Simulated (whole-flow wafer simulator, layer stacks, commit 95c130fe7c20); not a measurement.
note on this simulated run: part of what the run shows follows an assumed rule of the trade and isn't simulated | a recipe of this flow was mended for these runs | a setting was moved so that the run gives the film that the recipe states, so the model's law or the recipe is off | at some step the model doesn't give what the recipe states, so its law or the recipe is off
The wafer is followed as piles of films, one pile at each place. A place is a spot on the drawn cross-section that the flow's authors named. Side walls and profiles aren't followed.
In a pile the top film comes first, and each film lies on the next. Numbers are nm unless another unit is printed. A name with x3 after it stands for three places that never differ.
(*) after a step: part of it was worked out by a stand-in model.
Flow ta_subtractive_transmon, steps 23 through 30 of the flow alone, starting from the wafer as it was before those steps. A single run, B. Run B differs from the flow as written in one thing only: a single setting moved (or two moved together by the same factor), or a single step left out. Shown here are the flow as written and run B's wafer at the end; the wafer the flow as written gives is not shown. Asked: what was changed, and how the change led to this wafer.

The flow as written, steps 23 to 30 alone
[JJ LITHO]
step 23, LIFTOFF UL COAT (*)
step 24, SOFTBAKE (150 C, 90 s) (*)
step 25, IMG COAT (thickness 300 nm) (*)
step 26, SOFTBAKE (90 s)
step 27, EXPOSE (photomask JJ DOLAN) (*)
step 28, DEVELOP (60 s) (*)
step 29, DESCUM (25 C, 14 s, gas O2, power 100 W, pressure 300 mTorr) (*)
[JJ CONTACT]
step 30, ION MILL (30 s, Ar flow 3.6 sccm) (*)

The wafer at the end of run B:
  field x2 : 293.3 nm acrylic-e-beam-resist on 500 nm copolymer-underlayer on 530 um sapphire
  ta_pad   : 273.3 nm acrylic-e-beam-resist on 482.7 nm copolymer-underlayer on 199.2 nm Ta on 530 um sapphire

Cause: step 25, IMG COAT: thickness 325 nm was run, whereas the flow has thickness 300 nm.

How this came from the change, step by step:
  step 25, IMG COAT (thickness 300 nm) (*)
      field x2, jj_line: +325 acrylic-e-beam-resist (new film) (it would be, as written: +300 acrylic-e-beam-resist (new film))
      lead: +338.3 acrylic-e-beam-resist (new film) (it would be, as written: +312.5 acrylic-e-beam-resist (new film))
      (also at 2 further places)
  step 28, DEVELOP (60 s) (*)
      jj_line: -325 acrylic-e-beam-resist (all of it), -500 copolymer-underlayer (all of it) (it would be, as written: -300 acrylic-e-beam-resist (all of it), -500 copolymer-underlayer (all of it))
      lead: -338.3 acrylic-e-beam-resist (all of it), -554.7 copolymer-underlayer (all of it) (it would be, as written: -312.5 acrylic-e-beam-resist (all of it), -554.7 copolymer-underlayer (all of it))
      (also at 1 further place)
